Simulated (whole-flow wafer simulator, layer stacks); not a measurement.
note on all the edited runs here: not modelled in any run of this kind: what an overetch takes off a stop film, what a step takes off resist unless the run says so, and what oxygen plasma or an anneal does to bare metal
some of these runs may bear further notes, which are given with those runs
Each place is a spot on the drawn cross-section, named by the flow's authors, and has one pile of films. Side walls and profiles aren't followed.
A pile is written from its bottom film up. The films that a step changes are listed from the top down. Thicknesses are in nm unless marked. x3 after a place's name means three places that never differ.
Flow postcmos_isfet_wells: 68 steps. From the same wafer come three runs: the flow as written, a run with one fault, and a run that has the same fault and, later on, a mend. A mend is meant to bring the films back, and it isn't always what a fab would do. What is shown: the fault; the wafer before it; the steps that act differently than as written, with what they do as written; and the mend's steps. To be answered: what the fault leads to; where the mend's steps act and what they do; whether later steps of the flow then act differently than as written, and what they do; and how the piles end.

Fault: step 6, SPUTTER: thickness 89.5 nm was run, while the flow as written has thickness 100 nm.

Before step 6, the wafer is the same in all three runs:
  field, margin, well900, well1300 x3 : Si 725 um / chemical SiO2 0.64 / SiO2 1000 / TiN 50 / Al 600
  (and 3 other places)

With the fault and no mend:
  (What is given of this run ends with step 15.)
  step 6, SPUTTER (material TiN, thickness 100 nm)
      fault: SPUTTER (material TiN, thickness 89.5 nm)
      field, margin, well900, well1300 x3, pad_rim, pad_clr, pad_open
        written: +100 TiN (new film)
        fault: +89.5 TiN (new film)
  Every later step of the flow up to step 15 that is run acts as written at every place that is followed.
  Once step 15 is done, the piles at field, margin, well900, well1300 x3, pad_rim, pad_clr, pad_open depart from the flow's by more than 2% or 0.5 nm, whichever is larger.
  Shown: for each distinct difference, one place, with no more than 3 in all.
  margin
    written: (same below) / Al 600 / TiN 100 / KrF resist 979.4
    fault: (same below) / Al 600 / TiN 89.5 / KrF resist 979.4
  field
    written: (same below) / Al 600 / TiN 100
    fault: (same below) / Al 600 / TiN 89.5

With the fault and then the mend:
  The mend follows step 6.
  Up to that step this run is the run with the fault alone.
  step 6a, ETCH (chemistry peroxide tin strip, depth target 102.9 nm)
      field, margin, well900, well1300 x3, pad_rim, pad_clr, pad_open
        -89.5 TiN (all of it)
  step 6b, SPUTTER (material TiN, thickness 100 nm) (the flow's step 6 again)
      field, margin, well900, well1300 x3, pad_rim, pad_clr, pad_open
        +100 TiN (new film)
  Every later step of the flow that is run acts as written at every place that is followed.
  By the end, the piles equal the flow's at every place that both follow.
